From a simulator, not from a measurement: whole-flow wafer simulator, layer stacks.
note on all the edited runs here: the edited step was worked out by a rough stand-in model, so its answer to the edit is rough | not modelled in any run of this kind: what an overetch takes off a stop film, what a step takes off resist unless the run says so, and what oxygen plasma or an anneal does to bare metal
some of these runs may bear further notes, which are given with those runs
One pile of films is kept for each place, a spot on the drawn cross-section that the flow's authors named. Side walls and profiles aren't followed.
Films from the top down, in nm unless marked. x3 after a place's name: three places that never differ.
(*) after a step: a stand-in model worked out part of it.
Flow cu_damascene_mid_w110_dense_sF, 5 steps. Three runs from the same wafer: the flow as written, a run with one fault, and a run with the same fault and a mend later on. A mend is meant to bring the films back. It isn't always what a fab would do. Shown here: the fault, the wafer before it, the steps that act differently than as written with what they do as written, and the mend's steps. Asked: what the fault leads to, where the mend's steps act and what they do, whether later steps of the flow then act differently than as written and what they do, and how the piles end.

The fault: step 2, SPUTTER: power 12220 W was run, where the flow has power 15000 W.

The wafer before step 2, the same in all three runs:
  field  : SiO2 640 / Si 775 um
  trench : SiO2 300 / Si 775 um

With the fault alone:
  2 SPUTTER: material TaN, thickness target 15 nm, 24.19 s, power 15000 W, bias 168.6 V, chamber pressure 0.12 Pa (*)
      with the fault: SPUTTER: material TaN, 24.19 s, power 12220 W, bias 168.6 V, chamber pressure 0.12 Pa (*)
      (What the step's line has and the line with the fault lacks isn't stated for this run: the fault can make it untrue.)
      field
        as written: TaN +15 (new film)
        with the fault: TaN +12.2 (new film)
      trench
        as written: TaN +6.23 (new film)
        with the fault: TaN +5.07 (new film)
  No later step of the flow acts differently than as written, at any place that is followed, by more than 2% or 0.5 nm, whichever is larger.
  At the end the piles differ from the flow's by more than 2% or 0.5 nm, whichever is larger, at field, trench.
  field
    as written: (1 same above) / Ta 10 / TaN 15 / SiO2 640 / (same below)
    with the fault: (1 same above) / Ta 10 / TaN 12.2 / SiO2 640 / (same below)
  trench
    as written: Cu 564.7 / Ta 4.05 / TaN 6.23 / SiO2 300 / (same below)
    with the fault: Cu 563.1 / Ta 4.08 / TaN 5.07 / SiO2 300 / (same below)

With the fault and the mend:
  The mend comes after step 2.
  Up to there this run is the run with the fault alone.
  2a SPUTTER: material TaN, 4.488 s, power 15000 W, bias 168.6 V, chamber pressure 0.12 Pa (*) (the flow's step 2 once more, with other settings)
      field
        TaN +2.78
      trench
        TaN +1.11
  No later step of the flow acts differently than as written, at any place that is followed, by more than 2% or 0.5 nm, whichever is larger.
  At the end the piles differ from the flow's only slightly at the places that both follow, by at most 2% or 0.5 nm, whichever is larger.
